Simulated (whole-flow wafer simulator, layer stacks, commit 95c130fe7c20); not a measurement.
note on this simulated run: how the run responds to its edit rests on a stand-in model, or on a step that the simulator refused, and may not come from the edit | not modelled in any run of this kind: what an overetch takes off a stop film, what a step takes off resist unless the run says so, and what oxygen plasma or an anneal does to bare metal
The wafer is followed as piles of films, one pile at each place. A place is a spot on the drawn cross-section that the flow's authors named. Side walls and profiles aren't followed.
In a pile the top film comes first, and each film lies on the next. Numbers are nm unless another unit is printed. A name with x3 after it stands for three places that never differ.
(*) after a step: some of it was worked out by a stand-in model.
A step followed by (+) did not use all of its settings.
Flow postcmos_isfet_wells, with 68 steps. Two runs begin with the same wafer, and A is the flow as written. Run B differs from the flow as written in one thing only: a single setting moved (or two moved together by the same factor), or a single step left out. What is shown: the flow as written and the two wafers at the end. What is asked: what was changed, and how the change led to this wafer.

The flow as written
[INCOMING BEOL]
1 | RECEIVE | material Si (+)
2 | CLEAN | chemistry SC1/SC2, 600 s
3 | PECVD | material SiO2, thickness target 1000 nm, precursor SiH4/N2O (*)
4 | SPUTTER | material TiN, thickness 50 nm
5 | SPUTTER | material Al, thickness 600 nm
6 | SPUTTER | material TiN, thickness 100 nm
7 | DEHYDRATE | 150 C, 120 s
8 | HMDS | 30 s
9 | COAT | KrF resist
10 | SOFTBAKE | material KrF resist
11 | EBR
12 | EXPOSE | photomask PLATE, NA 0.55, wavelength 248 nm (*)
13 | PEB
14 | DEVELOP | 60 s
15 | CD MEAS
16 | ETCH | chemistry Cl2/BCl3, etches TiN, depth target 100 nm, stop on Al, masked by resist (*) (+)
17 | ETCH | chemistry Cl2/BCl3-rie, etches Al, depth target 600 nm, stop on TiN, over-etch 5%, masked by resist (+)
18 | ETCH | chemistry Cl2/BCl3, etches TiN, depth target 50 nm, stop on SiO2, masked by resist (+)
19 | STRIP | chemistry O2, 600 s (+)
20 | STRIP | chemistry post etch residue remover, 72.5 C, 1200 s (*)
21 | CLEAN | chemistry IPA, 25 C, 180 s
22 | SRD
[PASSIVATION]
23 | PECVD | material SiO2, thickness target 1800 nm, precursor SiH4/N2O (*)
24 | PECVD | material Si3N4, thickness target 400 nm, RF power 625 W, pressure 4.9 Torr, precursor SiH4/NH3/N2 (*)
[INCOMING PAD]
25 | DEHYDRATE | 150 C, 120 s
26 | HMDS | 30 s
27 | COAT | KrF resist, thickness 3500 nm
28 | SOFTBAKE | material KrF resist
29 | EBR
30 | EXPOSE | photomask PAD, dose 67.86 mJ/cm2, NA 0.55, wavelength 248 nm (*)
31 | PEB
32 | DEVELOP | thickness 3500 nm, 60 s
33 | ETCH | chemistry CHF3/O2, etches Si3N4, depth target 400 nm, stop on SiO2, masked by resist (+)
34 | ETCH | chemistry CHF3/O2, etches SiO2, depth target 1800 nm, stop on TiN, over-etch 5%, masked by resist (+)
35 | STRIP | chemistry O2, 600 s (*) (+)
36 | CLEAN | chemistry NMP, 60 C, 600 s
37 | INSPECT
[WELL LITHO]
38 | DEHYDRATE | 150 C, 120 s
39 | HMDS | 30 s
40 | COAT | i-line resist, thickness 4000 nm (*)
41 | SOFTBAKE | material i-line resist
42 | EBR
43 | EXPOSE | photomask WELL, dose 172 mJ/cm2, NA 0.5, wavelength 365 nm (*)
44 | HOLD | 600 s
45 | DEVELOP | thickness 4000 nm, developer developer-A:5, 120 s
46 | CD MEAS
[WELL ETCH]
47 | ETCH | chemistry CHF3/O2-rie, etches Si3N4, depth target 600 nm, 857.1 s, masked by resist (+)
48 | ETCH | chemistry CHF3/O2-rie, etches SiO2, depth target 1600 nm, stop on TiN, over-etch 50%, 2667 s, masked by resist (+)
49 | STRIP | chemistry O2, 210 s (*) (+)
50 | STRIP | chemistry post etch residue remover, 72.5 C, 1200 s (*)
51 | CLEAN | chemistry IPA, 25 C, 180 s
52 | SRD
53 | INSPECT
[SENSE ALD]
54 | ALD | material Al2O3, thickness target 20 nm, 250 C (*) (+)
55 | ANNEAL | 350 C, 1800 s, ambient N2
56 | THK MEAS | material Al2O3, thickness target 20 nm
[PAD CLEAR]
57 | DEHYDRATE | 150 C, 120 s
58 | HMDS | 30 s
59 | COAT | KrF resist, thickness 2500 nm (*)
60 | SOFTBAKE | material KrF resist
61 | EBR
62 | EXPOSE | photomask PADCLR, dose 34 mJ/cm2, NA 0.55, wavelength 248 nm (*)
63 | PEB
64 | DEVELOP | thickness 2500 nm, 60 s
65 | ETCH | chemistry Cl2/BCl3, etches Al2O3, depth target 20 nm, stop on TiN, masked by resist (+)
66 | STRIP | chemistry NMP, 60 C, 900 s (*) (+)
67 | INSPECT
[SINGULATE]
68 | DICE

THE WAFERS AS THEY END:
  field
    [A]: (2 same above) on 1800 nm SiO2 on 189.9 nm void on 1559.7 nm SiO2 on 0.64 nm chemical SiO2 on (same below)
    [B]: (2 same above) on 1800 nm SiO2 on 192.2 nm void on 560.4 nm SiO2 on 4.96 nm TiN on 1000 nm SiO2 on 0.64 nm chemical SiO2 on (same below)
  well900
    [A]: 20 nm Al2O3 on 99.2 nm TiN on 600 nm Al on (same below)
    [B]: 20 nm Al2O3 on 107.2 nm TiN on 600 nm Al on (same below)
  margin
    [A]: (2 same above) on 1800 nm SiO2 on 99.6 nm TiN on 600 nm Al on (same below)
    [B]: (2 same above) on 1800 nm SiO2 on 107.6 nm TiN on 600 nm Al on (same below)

What caused this: step 6, SPUTTER: thickness 108 nm was run, whereas the flow has thickness 100 nm.

How this came from the change, step by step:
  6 | SPUTTER | material TiN, thickness 100 nm
      field, margin, well900, well1300 x3, pad_rim, pad_clr, pad_open: A TiN gains 100 (new film) | B TiN gains 108 (new film)
  16 | ETCH | chemistry Cl2/BCl3, etches TiN, depth target 100 nm, stop on Al, masked by resist (*) (+)
      field: A TiN loses 100 (all of it) | B TiN loses 100
  17 | ETCH | chemistry Cl2/BCl3-rie, etches Al, depth target 600 nm, stop on TiN, over-etch 5%, masked by resist (+)
      field: A Al loses 600 (all of it) | B TiN loses 8 (all of it), Al loses 587.2
  18 | ETCH | chemistry Cl2/BCl3, etches TiN, depth target 50 nm, stop on SiO2, masked by resist (+)
      field: A TiN loses 50 (all of it) | B Al loses 12.8 (all of it), TiN loses 44.6
  23 | PECVD | material SiO2, thickness target 1800 nm, precursor SiH4/N2O (*)
      field: A SiO2 gains 1800 (new film), void gains 189.9 (new film), SiO2 gains 559.7 | B SiO2 gains 1800 (new film), void gains 192.2 (new film), SiO2 gains 560.4 (new film)
Taking metal films that touch as one body, field has 1 body; the flow as written gives 0 bodies.
